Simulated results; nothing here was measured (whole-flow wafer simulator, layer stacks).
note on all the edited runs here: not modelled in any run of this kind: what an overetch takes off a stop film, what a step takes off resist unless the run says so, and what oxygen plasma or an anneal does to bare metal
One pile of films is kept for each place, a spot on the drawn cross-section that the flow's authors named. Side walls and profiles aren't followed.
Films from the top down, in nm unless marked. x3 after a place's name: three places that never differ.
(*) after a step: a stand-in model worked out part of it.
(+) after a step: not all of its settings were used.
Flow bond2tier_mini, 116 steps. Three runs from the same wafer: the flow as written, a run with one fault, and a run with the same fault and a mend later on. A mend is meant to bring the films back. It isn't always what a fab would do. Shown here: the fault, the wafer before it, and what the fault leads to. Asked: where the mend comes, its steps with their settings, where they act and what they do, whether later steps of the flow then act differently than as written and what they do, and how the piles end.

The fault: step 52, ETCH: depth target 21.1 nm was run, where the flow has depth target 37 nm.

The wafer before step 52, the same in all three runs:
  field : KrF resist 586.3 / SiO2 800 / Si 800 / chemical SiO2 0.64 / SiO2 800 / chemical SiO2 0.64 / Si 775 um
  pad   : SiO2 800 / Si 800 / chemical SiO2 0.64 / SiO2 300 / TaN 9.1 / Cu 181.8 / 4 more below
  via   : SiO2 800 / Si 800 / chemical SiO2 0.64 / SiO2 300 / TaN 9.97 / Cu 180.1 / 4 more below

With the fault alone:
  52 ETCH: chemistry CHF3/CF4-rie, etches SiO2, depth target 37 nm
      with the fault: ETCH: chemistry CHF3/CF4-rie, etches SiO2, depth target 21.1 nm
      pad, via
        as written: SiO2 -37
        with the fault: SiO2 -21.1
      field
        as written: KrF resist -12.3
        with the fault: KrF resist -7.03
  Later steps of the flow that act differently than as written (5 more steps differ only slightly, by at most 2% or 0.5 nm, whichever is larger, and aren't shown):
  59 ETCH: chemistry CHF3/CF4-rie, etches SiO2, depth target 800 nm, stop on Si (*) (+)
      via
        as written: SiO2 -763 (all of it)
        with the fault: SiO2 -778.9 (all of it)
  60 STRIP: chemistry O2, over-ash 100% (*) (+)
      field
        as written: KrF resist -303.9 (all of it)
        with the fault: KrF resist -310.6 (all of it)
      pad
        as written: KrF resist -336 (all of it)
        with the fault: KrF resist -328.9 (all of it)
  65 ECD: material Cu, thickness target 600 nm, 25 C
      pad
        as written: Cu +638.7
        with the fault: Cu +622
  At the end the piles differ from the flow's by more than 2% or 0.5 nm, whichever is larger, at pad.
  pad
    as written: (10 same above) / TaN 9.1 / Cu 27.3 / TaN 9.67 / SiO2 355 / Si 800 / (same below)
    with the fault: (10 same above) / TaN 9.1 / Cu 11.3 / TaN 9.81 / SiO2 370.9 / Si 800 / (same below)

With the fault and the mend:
  The mend comes after step 52.
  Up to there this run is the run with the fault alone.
  52a ETCH: chemistry CHF3/CF4-rie, etches SiO2, depth target 15.9 nm (the flow's step 52 once more, with other settings)
      pad, via
        SiO2 -15.9
      field
        KrF resist -5.3
  No later step of the flow acts differently than as written at any place that is followed.
  At the end the piles are the same as the flow's at every place that both follow.
